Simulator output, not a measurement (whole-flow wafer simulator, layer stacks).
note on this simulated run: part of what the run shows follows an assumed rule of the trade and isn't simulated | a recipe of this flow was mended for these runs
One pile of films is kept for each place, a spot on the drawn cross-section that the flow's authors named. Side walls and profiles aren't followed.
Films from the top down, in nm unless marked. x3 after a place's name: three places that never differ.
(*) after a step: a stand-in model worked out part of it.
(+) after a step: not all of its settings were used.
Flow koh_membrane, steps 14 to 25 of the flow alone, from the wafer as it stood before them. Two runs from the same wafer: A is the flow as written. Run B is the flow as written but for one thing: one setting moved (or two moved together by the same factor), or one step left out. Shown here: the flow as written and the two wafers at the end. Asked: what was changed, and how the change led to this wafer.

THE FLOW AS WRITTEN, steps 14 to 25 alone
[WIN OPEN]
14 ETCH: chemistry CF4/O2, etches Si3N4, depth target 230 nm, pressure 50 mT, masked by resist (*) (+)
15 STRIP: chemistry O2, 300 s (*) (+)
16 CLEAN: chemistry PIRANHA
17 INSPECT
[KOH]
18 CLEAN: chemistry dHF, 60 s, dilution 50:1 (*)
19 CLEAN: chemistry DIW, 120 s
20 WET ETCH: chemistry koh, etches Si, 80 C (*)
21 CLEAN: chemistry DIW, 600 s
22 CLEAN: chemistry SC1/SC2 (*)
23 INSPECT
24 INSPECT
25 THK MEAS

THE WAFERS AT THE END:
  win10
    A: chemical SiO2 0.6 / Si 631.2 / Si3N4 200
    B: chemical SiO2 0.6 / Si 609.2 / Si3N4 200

The cause: step 14, ETCH: depth target 252 nm was run, where the flow has depth target 230 nm.

How the change led to this, step by step:
  14 ETCH: chemistry CF4/O2, etches Si3N4, depth target 230 nm, pressure 50 mT, masked by resist (*) (+)
      win20 x4, win10: A Si3N4 -200 (all of it), chemical SiO2 -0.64 (all of it), Si -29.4 | B Si3N4 -200 (all of it), chemical SiO2 -0.64 (all of it), Si -51.4
      field: A i-line-resist -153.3 | B i-line-resist -168
